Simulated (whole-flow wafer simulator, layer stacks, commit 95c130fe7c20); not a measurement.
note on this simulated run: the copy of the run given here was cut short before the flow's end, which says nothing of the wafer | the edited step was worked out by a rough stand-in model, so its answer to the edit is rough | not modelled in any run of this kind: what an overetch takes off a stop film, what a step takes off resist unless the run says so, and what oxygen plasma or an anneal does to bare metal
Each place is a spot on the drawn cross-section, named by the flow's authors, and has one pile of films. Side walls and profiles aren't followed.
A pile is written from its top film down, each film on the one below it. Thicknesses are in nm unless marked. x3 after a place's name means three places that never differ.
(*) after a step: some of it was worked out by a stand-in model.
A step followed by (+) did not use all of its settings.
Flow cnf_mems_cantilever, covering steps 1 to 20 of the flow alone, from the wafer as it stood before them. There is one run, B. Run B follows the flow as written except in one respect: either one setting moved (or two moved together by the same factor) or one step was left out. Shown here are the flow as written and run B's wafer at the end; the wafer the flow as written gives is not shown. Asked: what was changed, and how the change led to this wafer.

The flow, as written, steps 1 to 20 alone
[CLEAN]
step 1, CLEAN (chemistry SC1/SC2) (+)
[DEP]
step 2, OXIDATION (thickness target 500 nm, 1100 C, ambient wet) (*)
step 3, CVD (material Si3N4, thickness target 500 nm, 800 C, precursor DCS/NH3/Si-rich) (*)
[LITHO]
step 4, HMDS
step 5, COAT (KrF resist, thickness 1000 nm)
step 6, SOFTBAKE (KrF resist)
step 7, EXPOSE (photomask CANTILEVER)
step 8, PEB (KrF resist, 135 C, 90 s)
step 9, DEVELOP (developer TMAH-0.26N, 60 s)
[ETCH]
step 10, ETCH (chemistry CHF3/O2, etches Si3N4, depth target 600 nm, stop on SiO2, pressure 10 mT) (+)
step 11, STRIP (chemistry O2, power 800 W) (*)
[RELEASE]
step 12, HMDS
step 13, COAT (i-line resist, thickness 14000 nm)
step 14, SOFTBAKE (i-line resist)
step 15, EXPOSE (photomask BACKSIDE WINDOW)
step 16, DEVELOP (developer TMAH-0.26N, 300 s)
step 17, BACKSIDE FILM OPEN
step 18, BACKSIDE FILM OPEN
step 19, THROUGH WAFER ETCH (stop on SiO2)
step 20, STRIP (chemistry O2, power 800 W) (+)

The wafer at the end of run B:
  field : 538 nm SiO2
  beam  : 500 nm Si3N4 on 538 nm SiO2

Cause: step 2, OXIDATION: thickness target 538 nm was run, while the flow as written has thickness target 500 nm.
The wafer lets one read it off: field has SiO2 538, and step 2 as written asks for 500 nm.

How this came from the change, step by step:
  step 2, OXIDATION (thickness target 500 nm, 1100 C, ambient wet) (*)
      field, beam: SiO2 gains 538 (new film), chemical SiO2 loses 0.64 (all of it), Si loses 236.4 (it would be, as written: SiO2 gains 500 (new film), chemical SiO2 loses 0.64 (all of it), Si loses 219.7)
  step 19, THROUGH WAFER ETCH (stop on SiO2)
      field: under 1 film: Si loses 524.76 um (all of it) (it would be, as written: under 1 film: Si loses 524.78 um (all of it))
      beam: under 2 films: Si loses 524.76 um (all of it) (it would be, as written: under 2 films: Si loses 524.78 um (all of it))
